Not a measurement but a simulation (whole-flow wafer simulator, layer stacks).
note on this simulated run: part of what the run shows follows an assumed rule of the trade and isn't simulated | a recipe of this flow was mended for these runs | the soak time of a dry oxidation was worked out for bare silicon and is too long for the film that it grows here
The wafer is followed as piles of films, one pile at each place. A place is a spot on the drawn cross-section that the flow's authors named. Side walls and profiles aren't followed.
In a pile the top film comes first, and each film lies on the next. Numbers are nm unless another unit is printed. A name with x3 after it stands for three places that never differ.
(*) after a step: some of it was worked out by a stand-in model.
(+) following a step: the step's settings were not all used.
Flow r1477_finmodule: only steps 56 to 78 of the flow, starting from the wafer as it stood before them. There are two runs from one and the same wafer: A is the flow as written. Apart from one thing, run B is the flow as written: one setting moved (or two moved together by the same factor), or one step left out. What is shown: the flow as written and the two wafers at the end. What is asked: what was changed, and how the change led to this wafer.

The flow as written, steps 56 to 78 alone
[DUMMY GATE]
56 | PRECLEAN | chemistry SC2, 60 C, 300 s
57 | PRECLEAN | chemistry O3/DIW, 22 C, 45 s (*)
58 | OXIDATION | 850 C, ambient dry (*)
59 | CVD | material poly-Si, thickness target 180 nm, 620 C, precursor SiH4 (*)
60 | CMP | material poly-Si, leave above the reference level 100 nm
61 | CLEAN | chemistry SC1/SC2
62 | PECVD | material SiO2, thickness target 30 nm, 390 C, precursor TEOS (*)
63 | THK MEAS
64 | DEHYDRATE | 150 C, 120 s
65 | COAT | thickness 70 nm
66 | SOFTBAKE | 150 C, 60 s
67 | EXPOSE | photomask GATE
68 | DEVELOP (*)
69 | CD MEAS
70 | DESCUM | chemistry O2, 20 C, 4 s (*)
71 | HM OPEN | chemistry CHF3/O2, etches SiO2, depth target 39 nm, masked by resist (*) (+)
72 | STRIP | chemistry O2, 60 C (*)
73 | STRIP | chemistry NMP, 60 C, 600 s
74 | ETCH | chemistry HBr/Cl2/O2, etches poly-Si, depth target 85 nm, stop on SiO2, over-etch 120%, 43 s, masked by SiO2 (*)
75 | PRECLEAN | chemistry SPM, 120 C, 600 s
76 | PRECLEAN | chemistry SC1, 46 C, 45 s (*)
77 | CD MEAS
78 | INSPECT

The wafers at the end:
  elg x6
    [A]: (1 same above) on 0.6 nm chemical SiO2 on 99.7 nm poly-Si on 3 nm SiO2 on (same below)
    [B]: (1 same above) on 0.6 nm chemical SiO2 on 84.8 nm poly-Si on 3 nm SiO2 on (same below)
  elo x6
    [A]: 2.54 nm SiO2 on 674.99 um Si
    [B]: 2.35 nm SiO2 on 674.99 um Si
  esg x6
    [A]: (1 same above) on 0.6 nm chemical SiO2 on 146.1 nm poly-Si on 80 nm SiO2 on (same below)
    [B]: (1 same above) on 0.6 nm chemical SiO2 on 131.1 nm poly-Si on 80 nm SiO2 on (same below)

What caused this: step 59, CVD: 585 C was run, whereas the flow has 620 C.

The path from the change to this, step by step:
  59 | CVD | material poly-Si, thickness target 180 nm, 620 C, precursor SiH4 (*)
      esg x6, s40cg x3, eso x6, s40co x3: A +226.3 poly-Si (new film) | B +131.4 poly-Si (new film)
      pad, padg, elg x6, e200lg, elo x6, e200lo: A +180 poly-Si (new film) | B +85 poly-Si (new film)
      (and at 2 other places as well)
  60 | CMP | material poly-Si, leave above the reference level 100 nm
      elg x6, esg x6, e200lg, s40cg x3, elo x6, eso x6, e200lo, s40co x3: A -80 poly-Si | B nothing
      pad, padg: A -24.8 poly-Si | B nothing
      (and at 2 other places as well)
  65 | COAT | thickness 70 nm
      e200lg, e200lo: A +70 e-beam-resist (new film) | B +66.9 e-beam-resist (new film)
      e200sg, e200so: A +70 e-beam-resist (new film) | B +82.8 e-beam-resist (new film)
  68 | DEVELOP (*)
      e200lo: A -70 e-beam-resist (all of it) | B -66.9 e-beam-resist (all of it)
      e200so: A -70 e-beam-resist (all of it) | B -82.8 e-beam-resist (all of it)
  72 | STRIP | chemistry O2, 60 C (*)
      e200lg: A -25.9 e-beam-resist (all of it) | B -22.8 e-beam-resist (all of it)
      e200sg: A -25.9 e-beam-resist (all of it) | B -38.7 e-beam-resist (all of it)
  74 | ETCH | chemistry HBr/Cl2/O2, etches poly-Si, depth target 85 nm, stop on SiO2, over-etch 120%, 43 s, masked by SiO2 (*)
      eso x6, s40co x3: A -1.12 chemical SiO2 (all of it), -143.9 poly-Si (all of it), -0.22 SiO2 | B -1.24 chemical SiO2 (all of it), -128.9 poly-Si (all of it), -0.29 SiO2
      elo x6, e200lo: A -1.12 chemical SiO2 (all of it), -97.6 poly-Si (all of it), -0.45 SiO2 | B -1.24 chemical SiO2 (all of it), -82.6 poly-Si (all of it), -0.63 SiO2
      (and at 2 other places as well)
